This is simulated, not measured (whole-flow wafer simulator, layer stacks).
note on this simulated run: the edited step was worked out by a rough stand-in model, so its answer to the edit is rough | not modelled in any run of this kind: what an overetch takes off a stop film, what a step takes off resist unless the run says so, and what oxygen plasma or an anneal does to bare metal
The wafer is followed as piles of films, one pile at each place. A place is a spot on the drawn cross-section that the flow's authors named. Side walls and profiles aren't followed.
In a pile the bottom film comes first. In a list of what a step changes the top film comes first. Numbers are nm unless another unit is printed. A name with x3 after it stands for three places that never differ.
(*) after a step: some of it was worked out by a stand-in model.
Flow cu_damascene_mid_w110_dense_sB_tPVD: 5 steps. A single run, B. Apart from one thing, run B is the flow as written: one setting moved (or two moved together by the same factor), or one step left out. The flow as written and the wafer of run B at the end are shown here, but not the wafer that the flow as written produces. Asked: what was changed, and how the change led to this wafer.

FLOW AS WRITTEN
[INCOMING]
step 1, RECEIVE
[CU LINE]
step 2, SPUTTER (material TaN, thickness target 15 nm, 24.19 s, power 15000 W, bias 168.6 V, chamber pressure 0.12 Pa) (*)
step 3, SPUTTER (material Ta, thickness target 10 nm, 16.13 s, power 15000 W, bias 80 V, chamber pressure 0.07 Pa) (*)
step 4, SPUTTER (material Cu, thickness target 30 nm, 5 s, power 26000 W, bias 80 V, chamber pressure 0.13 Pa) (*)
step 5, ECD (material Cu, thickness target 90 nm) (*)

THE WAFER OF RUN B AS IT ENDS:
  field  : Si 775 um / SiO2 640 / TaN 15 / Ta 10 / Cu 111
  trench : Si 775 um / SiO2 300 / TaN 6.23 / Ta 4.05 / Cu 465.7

What caused this: step 5, ECD: thickness target 81 nm was run, while the flow as written has thickness target 90 nm.

Step by step, how the change led to this:
  step 5, ECD (material Cu, thickness target 90 nm) (*)
      field: +81 Cu (it would be, as written: +90 Cu)
